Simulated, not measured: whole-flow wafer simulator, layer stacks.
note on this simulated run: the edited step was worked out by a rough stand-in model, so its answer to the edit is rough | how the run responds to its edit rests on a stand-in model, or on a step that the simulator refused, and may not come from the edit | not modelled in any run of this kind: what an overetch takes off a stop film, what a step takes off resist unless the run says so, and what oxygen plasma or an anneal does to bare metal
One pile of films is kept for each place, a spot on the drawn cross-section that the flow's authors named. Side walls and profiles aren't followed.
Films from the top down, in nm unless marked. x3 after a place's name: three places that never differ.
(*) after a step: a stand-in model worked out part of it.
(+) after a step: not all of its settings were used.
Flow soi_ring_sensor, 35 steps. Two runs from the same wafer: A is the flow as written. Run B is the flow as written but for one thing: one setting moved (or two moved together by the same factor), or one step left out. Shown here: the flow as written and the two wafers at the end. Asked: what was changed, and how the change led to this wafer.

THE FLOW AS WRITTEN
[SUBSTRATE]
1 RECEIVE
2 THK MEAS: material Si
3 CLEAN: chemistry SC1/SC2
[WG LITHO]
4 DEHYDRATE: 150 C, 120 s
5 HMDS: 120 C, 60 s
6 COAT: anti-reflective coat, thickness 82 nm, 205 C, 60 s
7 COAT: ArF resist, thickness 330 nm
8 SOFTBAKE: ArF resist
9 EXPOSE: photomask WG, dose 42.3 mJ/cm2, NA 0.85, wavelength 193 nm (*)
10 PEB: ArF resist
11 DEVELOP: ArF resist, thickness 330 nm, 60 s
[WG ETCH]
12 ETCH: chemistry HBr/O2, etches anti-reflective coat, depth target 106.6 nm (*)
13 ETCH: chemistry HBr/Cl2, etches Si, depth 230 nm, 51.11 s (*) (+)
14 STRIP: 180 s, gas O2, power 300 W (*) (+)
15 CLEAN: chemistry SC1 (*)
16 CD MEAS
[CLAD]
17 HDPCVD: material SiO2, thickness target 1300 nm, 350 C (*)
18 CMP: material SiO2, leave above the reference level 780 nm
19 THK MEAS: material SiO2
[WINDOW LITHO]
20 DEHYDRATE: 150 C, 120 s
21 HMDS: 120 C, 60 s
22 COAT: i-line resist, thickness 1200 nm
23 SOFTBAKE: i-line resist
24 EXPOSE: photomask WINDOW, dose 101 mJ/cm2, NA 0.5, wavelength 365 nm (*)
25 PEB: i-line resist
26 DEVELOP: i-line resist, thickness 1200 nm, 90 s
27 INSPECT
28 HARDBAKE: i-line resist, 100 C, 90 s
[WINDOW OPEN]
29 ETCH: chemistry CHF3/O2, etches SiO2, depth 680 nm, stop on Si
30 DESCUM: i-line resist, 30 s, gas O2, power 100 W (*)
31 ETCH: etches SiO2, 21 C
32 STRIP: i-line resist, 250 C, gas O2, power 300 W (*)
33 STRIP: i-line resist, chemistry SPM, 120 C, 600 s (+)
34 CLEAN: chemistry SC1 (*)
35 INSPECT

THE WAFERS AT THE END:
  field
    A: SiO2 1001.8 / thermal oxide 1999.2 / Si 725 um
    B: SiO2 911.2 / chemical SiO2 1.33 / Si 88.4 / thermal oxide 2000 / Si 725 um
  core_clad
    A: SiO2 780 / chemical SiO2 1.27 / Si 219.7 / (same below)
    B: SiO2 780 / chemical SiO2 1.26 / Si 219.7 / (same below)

The cause: step 13, ETCH: depth 131 nm was run, where the flow has depth 230 nm; step 13, ETCH: 29.13 s was run, where the flow has 51.11 s.

How the change led to this, step by step:
  13 ETCH: chemistry HBr/Cl2, etches Si, depth 230 nm, 51.11 s (*) (+)
      gap, window, field, gap_clad: A Si -220 (all of it), thermal oxide -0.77 | B Si -131
      core, core_clad: A ArF resist -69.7 | B ArF resist -39.7
  14 STRIP: 180 s, gas O2, power 300 W (*) (+)
      gap, window, field, gap_clad: A nothing | B chemical SiO2 +1.33 (new film), Si -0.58
      core, core_clad: A ArF resist -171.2 (all of it), anti-reflective coat -82 (all of it), chemical SiO2 +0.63, Si -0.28 | B ArF resist -201.2 (all of it), anti-reflective coat -82 (all of it), chemical SiO2 +0.62, Si -0.27
  18 CMP: material SiO2, leave above the reference level 780 nm
      gap, window, field, gap_clad: A SiO2 -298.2 | B SiO2 -388.8
